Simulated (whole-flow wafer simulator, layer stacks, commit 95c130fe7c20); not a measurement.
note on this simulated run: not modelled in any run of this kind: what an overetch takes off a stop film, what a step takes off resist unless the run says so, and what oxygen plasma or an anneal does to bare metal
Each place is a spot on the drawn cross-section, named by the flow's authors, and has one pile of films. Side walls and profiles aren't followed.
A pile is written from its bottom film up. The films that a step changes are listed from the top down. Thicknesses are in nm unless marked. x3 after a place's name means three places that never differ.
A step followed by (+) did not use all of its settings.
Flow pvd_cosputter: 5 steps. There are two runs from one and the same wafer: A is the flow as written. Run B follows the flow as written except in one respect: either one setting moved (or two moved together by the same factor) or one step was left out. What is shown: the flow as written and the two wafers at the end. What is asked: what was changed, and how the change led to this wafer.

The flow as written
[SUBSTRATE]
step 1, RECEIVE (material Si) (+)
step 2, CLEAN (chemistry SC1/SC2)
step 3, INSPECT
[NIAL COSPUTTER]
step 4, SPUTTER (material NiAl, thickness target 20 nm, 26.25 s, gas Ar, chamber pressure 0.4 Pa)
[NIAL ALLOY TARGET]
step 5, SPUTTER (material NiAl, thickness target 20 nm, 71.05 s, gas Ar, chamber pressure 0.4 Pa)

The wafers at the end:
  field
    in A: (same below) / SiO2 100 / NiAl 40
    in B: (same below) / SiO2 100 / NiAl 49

What caused this: step 5, SPUTTER: thickness target 29 nm was run, while the flow as written has thickness target 20 nm.

Step by step, how the change led to this:
  step 5, SPUTTER (material NiAl, thickness target 20 nm, 71.05 s, gas Ar, chamber pressure 0.4 Pa)
      field: A +20 NiAl | B +29 NiAl
